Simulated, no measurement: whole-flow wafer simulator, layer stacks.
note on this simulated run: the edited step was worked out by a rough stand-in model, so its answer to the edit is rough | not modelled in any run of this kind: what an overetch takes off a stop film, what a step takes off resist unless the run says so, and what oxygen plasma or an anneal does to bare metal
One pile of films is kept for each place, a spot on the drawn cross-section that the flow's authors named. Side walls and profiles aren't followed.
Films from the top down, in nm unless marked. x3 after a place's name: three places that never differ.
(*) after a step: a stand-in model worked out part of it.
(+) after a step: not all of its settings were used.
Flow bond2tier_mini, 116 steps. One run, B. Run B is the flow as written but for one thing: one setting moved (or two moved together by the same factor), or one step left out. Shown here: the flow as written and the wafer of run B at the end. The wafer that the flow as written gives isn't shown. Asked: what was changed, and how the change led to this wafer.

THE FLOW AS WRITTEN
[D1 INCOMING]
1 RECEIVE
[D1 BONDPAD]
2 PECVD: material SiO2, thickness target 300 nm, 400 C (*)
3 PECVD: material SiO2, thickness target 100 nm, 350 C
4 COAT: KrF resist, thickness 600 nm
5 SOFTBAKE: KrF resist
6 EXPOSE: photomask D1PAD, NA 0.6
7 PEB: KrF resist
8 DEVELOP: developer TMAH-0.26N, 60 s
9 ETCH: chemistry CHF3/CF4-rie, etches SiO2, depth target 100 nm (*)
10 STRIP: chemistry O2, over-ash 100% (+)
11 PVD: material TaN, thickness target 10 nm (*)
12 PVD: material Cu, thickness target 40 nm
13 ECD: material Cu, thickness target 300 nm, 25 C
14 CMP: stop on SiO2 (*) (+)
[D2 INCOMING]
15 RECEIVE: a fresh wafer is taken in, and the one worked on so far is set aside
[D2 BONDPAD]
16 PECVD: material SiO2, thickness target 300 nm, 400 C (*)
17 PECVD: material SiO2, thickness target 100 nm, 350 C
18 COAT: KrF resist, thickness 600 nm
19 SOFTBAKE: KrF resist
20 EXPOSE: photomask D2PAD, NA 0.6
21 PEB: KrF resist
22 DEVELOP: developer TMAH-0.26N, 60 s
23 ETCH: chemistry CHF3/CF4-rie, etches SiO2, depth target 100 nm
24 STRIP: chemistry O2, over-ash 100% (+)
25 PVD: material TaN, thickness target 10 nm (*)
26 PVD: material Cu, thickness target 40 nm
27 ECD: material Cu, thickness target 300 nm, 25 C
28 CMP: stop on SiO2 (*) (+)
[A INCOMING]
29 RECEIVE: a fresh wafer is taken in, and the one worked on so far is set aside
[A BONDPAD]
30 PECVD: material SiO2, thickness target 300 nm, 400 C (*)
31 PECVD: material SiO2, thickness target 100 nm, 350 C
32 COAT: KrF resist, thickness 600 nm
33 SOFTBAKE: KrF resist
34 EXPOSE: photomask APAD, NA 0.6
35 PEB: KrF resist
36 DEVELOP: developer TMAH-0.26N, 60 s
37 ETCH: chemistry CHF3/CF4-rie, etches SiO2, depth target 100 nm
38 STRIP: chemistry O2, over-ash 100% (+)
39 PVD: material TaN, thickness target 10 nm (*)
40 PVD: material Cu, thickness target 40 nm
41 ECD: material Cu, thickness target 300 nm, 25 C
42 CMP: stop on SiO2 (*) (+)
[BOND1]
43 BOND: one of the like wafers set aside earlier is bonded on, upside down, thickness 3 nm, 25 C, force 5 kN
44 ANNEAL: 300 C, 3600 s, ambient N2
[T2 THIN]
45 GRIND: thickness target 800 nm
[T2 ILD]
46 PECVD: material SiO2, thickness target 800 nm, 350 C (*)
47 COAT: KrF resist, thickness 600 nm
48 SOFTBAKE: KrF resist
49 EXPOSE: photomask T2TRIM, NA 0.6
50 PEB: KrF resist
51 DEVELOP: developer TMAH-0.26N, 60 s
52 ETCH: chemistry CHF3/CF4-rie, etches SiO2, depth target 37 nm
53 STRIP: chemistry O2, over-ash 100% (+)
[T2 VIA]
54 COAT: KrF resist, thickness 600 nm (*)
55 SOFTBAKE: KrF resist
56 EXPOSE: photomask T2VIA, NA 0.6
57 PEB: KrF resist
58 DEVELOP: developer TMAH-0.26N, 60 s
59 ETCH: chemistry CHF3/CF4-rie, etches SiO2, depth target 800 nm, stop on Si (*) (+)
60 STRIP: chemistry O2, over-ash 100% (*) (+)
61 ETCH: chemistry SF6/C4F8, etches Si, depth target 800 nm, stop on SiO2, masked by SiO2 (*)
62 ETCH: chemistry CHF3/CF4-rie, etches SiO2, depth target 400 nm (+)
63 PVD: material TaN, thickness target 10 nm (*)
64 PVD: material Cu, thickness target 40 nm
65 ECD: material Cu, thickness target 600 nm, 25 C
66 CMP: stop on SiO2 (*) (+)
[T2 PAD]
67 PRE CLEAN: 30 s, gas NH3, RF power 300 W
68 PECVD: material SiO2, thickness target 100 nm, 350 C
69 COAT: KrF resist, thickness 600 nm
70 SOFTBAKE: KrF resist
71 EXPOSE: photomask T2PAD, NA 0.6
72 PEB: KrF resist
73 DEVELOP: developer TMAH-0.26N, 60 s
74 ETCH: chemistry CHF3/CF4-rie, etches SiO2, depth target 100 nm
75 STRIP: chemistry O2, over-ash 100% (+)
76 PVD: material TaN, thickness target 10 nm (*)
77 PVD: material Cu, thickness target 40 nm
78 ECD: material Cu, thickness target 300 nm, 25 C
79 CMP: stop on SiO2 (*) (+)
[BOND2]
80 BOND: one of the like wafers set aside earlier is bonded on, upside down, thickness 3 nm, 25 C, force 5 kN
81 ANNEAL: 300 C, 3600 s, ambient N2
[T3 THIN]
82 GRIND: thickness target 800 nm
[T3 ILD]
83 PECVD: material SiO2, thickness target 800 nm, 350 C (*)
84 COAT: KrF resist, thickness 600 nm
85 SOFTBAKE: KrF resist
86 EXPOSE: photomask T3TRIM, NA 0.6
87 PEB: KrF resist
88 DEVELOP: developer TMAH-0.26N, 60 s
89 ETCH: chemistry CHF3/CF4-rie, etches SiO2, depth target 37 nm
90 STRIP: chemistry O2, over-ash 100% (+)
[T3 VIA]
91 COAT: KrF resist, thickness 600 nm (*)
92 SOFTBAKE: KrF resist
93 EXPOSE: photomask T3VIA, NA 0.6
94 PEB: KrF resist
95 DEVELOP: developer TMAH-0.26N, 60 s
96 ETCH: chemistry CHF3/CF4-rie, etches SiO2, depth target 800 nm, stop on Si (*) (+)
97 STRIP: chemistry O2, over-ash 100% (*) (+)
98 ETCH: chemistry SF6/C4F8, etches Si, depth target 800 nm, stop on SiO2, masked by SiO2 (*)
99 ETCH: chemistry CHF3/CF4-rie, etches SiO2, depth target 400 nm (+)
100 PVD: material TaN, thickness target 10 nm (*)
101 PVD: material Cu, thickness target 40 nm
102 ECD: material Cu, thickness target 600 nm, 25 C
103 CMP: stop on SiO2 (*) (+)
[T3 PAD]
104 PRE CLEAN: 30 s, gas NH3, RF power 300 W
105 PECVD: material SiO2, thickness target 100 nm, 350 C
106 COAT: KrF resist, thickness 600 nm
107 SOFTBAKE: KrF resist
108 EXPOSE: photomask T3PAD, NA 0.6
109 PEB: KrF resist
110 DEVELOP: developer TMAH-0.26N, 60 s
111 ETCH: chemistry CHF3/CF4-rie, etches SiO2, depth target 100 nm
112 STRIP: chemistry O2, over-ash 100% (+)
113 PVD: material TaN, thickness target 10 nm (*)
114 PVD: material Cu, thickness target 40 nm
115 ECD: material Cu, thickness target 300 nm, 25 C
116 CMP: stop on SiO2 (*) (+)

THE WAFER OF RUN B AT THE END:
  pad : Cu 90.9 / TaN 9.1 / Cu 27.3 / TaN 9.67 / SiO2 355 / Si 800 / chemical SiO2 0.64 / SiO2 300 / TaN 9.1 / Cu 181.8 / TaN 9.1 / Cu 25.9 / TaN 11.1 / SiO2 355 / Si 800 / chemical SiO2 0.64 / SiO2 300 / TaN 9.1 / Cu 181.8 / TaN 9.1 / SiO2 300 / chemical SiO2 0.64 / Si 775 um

The cause: step 63, PVD: thickness target 11.5 nm was run, where the flow has thickness target 10 nm.

How the change led to this, step by step:
  63 PVD: material TaN, thickness target 10 nm (*)
      field: TaN +11.5 (new film) (as written it would be: TaN +10 (new film))
      pad: TaN +11.1 (new film) (as written it would be: TaN +9.67 (new film))
  66 CMP: stop on SiO2 (*) (+)
      field: Cu -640 (all of it), TaN -11.5 (all of it) (as written it would be: Cu -640 (all of it), TaN -10 (all of it))
